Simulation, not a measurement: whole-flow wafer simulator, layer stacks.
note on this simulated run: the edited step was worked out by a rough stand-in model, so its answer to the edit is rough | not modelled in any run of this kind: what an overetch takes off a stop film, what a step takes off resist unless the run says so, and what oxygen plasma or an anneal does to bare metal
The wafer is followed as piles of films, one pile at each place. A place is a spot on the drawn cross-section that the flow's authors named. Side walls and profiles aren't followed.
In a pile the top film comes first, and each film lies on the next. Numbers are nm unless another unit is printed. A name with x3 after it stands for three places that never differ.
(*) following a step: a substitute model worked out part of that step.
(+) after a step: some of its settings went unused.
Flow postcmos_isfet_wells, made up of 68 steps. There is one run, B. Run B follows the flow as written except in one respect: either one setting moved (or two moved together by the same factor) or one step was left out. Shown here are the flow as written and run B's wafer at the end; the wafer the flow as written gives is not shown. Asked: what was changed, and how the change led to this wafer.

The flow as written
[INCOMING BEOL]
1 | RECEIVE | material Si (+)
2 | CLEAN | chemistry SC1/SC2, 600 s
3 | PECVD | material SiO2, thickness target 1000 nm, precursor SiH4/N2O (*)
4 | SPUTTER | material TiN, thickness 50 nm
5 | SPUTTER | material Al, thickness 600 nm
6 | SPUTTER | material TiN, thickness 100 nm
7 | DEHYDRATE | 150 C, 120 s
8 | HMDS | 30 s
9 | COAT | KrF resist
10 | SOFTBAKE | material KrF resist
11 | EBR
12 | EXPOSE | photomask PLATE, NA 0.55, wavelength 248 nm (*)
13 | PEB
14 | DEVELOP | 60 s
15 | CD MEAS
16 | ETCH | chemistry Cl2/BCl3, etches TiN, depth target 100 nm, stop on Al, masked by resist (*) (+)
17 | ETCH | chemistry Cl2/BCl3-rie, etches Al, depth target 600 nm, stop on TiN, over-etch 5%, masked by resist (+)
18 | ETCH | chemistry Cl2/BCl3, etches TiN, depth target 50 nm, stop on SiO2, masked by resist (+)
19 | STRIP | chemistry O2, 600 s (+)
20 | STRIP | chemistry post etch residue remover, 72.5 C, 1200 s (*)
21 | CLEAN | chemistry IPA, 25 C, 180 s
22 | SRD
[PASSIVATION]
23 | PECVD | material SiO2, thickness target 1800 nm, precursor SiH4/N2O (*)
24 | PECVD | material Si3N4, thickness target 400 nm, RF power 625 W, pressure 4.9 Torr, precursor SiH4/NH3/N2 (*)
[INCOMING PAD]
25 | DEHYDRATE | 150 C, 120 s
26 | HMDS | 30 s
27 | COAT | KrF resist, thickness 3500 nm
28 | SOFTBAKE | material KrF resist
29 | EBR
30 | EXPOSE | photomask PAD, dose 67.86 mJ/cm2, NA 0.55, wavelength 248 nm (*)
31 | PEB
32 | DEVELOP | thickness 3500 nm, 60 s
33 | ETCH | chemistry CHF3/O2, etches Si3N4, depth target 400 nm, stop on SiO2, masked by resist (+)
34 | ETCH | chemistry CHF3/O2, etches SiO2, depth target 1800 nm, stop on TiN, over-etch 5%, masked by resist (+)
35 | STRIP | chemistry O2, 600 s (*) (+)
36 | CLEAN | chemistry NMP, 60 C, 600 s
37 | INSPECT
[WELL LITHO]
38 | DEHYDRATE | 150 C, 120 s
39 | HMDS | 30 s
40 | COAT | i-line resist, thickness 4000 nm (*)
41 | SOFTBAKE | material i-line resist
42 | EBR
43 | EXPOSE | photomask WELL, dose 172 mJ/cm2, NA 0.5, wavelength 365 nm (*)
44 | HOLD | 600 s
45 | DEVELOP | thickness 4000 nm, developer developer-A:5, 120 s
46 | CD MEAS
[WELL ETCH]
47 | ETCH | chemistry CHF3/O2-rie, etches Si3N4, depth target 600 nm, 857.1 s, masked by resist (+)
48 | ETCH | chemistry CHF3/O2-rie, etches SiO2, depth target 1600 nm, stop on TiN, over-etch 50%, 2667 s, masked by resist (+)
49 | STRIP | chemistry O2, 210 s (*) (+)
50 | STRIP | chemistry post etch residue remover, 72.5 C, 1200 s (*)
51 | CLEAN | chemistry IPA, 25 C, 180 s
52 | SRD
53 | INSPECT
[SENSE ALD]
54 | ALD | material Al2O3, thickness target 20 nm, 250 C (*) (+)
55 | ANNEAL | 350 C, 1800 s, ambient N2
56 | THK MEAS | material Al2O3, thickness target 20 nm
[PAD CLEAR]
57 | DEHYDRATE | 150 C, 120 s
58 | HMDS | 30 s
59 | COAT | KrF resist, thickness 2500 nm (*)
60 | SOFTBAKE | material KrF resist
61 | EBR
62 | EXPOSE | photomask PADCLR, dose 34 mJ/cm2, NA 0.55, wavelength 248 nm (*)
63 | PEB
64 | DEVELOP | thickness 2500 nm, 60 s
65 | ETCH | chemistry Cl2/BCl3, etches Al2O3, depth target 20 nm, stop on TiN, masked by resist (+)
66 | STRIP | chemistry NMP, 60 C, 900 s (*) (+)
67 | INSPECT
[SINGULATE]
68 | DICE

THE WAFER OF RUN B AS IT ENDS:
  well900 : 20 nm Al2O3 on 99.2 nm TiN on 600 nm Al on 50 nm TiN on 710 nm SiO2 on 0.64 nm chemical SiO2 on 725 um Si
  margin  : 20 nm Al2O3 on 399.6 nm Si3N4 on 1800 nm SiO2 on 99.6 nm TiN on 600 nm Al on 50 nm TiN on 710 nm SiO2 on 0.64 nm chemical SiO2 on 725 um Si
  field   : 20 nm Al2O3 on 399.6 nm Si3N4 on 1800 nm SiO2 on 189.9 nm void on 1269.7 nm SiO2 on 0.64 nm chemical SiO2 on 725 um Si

Cause: step 3, PECVD: thickness target 710 nm was run, whereas the flow has thickness target 1000 nm.
The wafer lets one read it off: well900 has SiO2 710, and step 3 as written asks for 1000 nm.

The path from the change to this, step by step:
  3 | PECVD | material SiO2, thickness target 1000 nm, precursor SiH4/N2O (*)
      field, margin, well900, well1300 x3, pad_rim, pad_clr, pad_open: +710 SiO2 (new film) (it would be, as written: +1000 SiO2 (new film))
